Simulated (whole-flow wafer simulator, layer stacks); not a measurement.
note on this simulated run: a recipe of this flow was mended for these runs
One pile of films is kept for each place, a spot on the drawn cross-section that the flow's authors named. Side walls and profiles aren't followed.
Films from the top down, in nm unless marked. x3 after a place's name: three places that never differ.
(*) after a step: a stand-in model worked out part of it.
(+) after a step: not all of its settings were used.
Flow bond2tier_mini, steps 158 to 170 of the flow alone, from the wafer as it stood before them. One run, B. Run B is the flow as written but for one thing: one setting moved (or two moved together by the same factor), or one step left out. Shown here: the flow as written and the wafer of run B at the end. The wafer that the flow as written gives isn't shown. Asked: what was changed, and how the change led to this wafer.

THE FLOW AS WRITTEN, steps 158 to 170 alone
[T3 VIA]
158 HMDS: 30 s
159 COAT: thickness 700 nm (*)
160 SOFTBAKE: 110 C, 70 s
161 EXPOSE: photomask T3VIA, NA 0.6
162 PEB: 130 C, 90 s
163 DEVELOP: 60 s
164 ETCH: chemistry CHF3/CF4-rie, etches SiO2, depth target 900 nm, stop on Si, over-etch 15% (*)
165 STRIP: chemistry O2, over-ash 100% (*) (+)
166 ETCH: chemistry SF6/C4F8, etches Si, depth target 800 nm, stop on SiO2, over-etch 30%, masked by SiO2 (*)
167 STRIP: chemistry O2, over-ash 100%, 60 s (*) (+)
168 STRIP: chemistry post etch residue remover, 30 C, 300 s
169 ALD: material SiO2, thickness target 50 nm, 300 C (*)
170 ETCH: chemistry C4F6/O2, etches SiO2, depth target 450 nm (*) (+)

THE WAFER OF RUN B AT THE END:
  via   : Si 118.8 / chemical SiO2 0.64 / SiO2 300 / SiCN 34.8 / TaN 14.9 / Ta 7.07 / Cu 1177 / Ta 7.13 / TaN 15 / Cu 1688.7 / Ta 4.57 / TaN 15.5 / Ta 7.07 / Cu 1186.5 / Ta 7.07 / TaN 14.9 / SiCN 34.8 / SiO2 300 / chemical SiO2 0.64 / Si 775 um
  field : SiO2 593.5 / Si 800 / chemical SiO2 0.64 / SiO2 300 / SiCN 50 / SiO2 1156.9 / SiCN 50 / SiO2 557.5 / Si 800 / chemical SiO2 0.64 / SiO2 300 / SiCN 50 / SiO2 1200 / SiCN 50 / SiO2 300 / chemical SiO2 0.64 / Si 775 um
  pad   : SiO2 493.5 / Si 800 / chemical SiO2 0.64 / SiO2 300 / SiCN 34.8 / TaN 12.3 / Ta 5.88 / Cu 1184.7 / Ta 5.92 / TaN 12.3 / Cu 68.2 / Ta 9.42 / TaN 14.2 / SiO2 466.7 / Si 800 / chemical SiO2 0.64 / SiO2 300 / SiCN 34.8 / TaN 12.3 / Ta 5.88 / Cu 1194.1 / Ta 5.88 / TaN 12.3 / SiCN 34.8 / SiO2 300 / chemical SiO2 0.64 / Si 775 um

The cause: step 166, ETCH: depth target 500 nm was run, where the flow has depth target 800 nm.

How the change led to this, step by step:
  166 ETCH: chemistry SF6/C4F8, etches Si, depth target 800 nm, stop on SiO2, over-etch 30%, masked by SiO2 (*)
      via: Si -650 (as written it would be: Si -788.8 (all of it), chemical SiO2 -0.64 (all of it), SiO2 -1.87)
      field, pad: SiO2 -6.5 (as written it would be: SiO2 -10.3)
  169 ALD: material SiO2, thickness target 50 nm, 300 C (*)
      via: SiO2 +50 (new film) (as written it would be: SiO2 +50)
  170 ETCH: chemistry C4F6/O2, etches SiO2, depth target 450 nm (*) (+)
      via: SiO2 -50 (all of it), Si -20 (as written it would be: SiO2 -348.1 (all of it), SiCN -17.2)
